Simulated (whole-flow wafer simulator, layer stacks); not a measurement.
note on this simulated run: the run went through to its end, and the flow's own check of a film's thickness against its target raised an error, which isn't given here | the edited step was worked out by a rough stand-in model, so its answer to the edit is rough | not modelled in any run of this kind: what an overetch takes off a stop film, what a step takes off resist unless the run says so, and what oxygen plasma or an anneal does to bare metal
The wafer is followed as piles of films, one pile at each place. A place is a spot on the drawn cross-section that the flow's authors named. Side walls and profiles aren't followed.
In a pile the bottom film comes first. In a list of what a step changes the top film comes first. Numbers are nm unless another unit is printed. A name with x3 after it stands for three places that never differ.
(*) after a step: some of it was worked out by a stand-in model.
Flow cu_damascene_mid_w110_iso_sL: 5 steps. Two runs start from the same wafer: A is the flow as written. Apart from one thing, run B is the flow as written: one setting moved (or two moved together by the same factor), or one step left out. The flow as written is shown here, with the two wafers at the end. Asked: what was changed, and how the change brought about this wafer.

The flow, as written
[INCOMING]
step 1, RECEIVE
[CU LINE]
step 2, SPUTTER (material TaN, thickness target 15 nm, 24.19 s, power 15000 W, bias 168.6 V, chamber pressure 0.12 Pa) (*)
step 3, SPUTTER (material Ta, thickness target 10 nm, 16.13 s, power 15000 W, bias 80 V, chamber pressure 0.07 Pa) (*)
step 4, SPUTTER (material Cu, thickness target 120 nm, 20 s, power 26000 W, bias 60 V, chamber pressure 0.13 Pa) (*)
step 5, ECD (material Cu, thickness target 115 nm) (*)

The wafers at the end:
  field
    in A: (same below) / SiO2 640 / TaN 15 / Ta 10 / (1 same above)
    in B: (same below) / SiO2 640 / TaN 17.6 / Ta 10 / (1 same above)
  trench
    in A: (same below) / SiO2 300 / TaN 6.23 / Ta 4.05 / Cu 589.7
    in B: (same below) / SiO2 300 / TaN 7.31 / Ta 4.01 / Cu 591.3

Cause: step 2, SPUTTER: thickness target 17.6 nm was run, though the flow has thickness target 15 nm; step 2, SPUTTER: 28.42 s was run, where the flow has 24.19 s.
One can read it off the wafer: field has TaN 17.6, and step 2 as written asks for 15 nm.

The path from the change to this, step by step:
  step 2, SPUTTER (material TaN, thickness target 15 nm, 24.19 s, power 15000 W, bias 168.6 V, chamber pressure 0.12 Pa) (*)
      field: A +15 TaN (new film) | B +17.6 TaN (new film)
      trench: A +6.23 TaN (new film) | B +7.31 TaN (new film)
